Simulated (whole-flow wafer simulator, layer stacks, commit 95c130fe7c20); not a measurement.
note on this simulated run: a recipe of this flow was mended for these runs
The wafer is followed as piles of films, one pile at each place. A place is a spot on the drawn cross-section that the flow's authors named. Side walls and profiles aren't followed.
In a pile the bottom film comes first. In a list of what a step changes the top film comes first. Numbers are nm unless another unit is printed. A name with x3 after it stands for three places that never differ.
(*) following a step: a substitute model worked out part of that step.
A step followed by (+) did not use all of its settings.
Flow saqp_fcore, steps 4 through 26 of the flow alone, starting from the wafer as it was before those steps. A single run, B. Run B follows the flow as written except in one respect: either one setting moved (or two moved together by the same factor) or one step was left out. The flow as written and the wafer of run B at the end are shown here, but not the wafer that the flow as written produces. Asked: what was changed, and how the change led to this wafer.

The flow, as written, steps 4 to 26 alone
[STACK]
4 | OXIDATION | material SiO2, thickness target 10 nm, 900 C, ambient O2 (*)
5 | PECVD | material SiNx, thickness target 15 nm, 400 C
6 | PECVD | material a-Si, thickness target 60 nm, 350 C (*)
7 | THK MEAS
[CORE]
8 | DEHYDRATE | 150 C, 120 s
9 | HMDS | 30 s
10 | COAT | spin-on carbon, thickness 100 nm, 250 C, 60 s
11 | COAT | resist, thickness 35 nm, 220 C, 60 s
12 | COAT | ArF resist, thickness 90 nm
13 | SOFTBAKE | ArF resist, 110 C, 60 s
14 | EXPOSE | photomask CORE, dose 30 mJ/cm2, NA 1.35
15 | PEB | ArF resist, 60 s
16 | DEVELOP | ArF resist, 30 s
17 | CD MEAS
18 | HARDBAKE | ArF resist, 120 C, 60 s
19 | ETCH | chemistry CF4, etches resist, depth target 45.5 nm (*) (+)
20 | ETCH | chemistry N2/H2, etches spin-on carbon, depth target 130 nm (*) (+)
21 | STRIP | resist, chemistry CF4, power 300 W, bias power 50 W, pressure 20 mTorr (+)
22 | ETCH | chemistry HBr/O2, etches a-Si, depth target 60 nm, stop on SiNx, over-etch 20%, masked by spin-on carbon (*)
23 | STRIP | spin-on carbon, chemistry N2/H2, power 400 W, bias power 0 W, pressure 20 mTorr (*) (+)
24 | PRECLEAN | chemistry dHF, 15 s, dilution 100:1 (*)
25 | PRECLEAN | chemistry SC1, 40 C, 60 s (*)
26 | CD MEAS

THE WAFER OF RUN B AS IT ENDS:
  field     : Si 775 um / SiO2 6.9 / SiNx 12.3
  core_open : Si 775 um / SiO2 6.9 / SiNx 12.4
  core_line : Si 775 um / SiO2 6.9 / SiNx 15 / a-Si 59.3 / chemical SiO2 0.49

Cause: step 4, OXIDATION: thickness target 6.9 nm was run, whereas the flow has thickness target 10 nm.
One can read it off the wafer: field has SiO2 6.9, and step 4 as written asks for 10 nm.

Step by step, how the change led to this:
  4 | OXIDATION | material SiO2, thickness target 10 nm, 900 C, ambient O2 (*)
      field, core_open, core_line: +6.9 SiO2 (new film), -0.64 chemical SiO2 (all of it), -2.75 Si (in the flow as written it would be: +10 SiO2 (new film), -0.64 chemical SiO2 (all of it), -4.12 Si)
